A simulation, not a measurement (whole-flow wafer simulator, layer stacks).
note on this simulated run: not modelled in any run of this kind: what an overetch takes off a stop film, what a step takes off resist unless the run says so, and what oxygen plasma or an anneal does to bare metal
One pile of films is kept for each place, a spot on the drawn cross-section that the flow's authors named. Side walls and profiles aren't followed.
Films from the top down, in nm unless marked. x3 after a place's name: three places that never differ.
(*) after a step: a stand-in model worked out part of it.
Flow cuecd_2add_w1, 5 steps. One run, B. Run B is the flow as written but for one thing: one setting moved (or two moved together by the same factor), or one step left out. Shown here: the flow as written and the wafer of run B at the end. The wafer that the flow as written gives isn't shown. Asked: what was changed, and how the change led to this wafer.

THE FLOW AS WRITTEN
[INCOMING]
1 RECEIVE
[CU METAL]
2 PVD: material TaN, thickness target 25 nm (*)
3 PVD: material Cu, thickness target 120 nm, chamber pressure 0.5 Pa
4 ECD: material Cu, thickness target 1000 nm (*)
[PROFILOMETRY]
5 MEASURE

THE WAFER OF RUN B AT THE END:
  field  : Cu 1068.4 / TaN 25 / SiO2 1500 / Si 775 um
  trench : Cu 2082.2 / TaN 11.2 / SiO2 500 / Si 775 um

The cause: step 3, PVD: thickness target 68.4 nm was run, where the flow has thickness target 120 nm.

How the change led to this, step by step:
  3 PVD: material Cu, thickness target 120 nm, chamber pressure 0.5 Pa
      field: Cu +68.4 (new film) (as written it would be: Cu +120 (new film))
      trench: Cu +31 (new film) (as written it would be: Cu +53.6 (new film))
